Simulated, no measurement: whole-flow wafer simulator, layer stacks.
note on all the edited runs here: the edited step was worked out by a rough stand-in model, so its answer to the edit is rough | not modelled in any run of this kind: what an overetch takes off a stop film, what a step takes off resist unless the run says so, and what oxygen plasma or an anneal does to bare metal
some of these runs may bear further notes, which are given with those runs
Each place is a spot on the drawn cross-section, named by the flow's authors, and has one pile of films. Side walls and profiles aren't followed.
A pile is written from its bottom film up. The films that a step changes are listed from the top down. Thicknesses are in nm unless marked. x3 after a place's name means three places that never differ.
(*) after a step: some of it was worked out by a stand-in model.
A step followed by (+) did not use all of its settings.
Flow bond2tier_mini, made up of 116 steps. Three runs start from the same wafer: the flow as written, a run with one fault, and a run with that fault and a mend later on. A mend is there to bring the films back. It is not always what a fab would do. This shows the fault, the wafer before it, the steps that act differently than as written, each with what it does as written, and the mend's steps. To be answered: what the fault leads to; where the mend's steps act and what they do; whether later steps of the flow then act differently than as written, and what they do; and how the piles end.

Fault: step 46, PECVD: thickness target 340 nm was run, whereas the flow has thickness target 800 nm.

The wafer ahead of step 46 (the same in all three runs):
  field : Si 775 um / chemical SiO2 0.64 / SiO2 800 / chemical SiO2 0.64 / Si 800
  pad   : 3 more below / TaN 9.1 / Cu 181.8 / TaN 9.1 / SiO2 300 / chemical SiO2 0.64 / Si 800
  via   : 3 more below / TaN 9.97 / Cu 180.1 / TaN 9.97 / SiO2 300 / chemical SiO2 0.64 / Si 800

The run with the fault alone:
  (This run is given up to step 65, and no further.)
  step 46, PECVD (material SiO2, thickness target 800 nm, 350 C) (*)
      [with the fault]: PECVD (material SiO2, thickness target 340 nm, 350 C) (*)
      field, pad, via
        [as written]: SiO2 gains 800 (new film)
        [with the fault]: SiO2 gains 340 (new film)
  Later steps of the flow acting differently than as written (not shown: 1 more step that differs only slightly, by at most 2% or 0.5 nm, whichever is larger):
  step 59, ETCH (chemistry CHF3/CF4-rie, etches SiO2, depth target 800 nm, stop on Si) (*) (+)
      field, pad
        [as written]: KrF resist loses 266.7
        [with the fault]: KrF resist loses 151.5
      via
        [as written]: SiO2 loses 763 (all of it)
        [with the fault]: SiO2 loses 303 (all of it)
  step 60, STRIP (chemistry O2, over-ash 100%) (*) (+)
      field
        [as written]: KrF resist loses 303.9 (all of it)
        [with the fault]: KrF resist loses 419.1 (all of it)
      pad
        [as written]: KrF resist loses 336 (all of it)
        [with the fault]: KrF resist loses 451.1 (all of it)
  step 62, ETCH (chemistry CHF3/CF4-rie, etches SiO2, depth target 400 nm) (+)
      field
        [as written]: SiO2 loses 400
        [with the fault]: SiO2 loses 332 (all of it), Si loses 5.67
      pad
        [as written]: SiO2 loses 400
        [with the fault]: SiO2 loses 295 (all of it), Si loses 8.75
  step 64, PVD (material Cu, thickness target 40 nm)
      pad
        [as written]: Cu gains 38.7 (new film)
        [with the fault]: Cu gains 40 (new film)
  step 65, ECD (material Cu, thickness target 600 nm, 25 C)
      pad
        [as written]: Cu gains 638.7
        [with the fault]: Cu gains 603.1
  The piles after step 65 differ from the flow's at field, pad by more than 2% or 0.5 nm, whichever is larger.
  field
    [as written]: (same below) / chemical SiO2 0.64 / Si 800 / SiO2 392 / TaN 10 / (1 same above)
    [with the fault]: (same below) / chemical SiO2 0.64 / Si 794.3 / TaN 10 / (1 same above)
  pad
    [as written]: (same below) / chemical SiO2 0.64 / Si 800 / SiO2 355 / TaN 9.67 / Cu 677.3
    [with the fault]: (same below) / chemical SiO2 0.64 / Si 791.2 / TaN 10 / Cu 643.1

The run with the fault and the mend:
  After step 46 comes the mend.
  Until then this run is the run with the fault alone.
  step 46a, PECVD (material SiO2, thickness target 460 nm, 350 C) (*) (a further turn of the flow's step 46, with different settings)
      field, pad, via
        SiO2 gains 460
  None of the later steps of the flow acts differently than as written at any place that is followed.
  At every place that both follow, the piles at the end match the flow's.
